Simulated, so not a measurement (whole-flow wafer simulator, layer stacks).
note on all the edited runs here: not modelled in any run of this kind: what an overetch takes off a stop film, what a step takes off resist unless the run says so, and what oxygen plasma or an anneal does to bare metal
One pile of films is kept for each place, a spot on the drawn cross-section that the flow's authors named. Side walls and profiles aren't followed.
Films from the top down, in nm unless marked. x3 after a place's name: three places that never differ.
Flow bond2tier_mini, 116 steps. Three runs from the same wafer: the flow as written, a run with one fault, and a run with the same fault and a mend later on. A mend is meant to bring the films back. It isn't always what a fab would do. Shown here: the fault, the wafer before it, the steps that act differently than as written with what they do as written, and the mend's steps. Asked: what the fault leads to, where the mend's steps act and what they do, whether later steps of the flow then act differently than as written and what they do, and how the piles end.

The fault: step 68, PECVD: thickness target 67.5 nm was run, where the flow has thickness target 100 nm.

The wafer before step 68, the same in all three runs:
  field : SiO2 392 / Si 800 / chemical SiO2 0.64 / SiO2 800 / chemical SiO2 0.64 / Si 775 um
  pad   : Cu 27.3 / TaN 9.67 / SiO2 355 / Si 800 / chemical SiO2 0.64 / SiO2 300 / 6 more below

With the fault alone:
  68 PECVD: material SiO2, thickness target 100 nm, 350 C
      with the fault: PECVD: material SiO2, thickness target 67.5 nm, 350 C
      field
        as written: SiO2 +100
        with the fault: SiO2 +67.5
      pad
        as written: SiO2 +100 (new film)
        with the fault: SiO2 +67.5 (new film)
  Later steps of the flow that act differently than as written (1 more step differs only slightly, by at most 2% or 0.5 nm, whichever is larger, and isn't shown):
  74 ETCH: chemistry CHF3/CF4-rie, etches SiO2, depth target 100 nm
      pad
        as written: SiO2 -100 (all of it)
        with the fault: SiO2 -67.5 (all of it), Cu -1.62
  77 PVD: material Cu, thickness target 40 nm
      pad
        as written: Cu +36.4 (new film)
        with the fault: Cu +37.5 (new film)
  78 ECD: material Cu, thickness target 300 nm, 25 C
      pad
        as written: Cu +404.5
        with the fault: Cu +372.2
  At the end the piles differ from the flow's by more than 2% or 0.5 nm, whichever is larger, at field, pad.
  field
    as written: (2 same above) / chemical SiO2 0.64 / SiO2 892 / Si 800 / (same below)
    with the fault: (2 same above) / chemical SiO2 0.64 / SiO2 859.5 / Si 800 / (same below)
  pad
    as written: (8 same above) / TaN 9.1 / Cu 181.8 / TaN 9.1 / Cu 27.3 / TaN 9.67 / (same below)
    with the fault: (8 same above) / TaN 9.1 / Cu 150.6 / TaN 9.42 / Cu 25.7 / TaN 9.67 / (same below)

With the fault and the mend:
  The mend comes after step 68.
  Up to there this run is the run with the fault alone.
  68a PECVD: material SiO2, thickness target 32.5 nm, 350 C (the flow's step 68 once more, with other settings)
      field, pad
        SiO2 +32.5
  No later step of the flow acts differently than as written at any place that is followed.
  At the end the piles are the same as the flow's at every place that both follow.
